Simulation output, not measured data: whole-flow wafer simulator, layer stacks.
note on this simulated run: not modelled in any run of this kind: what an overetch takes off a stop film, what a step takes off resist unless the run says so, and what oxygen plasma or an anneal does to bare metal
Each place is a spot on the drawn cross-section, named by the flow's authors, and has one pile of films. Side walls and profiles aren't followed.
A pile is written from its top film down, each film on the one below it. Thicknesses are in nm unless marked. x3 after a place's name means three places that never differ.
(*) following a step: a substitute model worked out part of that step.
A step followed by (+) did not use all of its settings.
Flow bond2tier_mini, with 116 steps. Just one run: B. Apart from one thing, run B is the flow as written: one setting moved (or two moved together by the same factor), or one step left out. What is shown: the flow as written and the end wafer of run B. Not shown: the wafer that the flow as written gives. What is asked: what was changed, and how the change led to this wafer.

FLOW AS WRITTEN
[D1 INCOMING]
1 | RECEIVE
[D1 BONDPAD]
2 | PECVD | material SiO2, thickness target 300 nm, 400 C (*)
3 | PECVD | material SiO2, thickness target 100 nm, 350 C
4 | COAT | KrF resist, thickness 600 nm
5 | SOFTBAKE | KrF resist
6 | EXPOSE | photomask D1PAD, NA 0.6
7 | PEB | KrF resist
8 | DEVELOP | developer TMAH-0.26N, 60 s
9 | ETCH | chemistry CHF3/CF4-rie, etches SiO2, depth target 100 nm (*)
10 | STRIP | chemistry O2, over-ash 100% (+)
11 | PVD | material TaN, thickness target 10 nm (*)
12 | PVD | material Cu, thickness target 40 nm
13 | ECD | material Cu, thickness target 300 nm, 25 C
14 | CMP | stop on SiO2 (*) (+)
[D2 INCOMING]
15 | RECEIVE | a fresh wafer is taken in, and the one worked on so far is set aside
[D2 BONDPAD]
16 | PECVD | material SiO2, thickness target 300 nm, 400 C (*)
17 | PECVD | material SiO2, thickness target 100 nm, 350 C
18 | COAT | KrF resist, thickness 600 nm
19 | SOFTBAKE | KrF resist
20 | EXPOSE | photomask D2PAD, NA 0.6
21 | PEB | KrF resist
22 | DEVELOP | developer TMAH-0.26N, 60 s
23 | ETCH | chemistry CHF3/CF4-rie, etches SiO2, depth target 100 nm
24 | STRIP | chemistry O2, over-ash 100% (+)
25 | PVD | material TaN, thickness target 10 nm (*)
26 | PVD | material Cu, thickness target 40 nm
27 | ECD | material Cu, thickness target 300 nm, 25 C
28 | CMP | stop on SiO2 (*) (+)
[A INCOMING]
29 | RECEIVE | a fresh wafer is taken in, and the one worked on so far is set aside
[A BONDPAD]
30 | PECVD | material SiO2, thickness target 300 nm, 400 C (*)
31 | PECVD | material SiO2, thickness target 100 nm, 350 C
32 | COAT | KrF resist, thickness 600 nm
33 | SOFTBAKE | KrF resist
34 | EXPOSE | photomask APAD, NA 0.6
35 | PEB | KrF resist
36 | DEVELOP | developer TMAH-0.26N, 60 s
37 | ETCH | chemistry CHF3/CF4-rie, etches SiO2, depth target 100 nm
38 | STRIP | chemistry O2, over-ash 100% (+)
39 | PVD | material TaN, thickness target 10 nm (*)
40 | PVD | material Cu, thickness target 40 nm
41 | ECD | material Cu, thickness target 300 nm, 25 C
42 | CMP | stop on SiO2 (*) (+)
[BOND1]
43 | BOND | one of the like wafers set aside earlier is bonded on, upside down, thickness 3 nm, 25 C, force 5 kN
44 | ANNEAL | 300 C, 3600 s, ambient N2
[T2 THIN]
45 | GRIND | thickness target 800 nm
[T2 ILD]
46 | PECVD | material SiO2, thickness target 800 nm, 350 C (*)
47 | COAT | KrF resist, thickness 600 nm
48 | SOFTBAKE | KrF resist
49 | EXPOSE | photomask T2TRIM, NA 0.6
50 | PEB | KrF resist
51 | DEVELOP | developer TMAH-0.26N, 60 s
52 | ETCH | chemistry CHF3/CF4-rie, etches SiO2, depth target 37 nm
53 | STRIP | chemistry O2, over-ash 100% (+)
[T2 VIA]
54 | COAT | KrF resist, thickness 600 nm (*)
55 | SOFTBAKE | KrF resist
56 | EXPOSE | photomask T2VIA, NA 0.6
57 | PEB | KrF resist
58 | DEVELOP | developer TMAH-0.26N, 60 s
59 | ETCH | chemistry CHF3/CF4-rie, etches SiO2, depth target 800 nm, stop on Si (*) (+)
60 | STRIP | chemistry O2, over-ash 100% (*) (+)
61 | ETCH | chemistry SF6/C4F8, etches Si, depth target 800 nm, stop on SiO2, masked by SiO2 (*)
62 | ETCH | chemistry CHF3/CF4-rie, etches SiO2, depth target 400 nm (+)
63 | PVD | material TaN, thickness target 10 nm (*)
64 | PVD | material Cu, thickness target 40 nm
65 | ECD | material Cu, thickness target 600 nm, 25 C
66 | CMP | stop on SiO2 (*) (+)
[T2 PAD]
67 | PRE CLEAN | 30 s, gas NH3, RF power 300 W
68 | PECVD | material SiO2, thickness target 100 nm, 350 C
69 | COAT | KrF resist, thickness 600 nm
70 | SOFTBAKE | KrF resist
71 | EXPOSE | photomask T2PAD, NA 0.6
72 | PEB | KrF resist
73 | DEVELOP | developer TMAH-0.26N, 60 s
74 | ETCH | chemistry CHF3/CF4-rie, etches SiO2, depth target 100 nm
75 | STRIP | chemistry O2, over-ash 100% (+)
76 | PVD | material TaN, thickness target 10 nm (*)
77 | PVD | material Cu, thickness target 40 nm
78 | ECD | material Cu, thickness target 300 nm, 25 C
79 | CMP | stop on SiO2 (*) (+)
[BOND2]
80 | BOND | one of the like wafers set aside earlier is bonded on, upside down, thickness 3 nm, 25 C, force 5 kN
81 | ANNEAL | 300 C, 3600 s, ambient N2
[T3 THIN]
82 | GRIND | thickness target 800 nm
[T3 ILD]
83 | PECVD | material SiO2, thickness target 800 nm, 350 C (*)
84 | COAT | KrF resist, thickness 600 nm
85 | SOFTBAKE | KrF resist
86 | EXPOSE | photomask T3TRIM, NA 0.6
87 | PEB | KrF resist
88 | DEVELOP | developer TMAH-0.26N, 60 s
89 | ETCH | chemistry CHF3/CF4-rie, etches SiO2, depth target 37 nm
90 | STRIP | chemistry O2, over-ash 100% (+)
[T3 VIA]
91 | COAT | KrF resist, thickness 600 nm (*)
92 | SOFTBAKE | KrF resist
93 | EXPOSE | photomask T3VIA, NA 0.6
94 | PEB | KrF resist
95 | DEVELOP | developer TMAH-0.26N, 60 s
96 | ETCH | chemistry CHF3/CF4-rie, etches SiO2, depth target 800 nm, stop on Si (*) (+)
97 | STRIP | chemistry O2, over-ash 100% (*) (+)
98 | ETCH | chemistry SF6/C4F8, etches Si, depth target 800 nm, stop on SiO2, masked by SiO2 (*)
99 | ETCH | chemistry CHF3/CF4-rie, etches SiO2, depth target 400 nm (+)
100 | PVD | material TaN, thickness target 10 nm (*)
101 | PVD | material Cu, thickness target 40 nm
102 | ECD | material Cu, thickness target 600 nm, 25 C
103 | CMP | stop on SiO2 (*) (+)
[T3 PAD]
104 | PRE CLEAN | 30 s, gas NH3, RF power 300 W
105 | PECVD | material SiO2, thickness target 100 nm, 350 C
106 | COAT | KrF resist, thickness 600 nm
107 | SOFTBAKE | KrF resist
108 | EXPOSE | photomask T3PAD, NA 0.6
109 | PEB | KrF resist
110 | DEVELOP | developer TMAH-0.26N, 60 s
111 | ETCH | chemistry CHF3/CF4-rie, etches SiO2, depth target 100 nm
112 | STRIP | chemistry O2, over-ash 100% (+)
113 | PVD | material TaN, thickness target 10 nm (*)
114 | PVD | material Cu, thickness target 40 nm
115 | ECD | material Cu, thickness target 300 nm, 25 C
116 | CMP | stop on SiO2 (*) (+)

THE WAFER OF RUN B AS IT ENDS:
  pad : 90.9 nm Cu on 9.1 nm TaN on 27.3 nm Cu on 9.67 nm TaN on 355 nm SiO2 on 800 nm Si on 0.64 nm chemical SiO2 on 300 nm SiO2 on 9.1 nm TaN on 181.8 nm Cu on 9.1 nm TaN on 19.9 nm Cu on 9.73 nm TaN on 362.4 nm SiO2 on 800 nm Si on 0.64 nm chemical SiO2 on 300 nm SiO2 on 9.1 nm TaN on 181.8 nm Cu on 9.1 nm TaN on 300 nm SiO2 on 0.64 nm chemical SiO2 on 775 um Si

What caused this: step 52, ETCH: depth target 29.6 nm was run, whereas the flow has depth target 37 nm.

How this came from the change, step by step:
  52 | ETCH | chemistry CHF3/CF4-rie, etches SiO2, depth target 37 nm
      pad, via: -29.6 SiO2 (it would be, as written: -37 SiO2)
      field: -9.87 KrF resist (it would be, as written: -12.3 KrF resist)
